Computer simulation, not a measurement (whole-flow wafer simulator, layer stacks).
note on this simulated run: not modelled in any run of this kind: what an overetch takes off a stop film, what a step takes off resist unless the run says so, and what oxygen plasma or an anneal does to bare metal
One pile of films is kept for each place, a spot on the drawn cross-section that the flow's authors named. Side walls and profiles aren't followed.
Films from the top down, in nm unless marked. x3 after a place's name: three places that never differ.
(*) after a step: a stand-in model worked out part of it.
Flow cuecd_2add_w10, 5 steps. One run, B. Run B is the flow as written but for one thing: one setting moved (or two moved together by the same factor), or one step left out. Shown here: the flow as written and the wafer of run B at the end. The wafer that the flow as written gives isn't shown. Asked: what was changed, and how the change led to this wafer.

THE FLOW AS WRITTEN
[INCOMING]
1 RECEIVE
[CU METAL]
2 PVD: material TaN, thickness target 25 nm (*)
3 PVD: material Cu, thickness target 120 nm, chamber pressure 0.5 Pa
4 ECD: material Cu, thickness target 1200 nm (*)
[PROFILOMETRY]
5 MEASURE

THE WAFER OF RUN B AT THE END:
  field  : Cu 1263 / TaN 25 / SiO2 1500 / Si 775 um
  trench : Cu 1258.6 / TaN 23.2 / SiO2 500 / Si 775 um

The cause: step 3, PVD: thickness target 63 nm was run, where the flow has thickness target 120 nm.

How the change led to this, step by step:
  3 PVD: material Cu, thickness target 120 nm, chamber pressure 0.5 Pa
      field: Cu +63 (new film) (as written it would be: Cu +120 (new film))
      trench: Cu +58.6 (new film) (as written it would be: Cu +111.8 (new film))
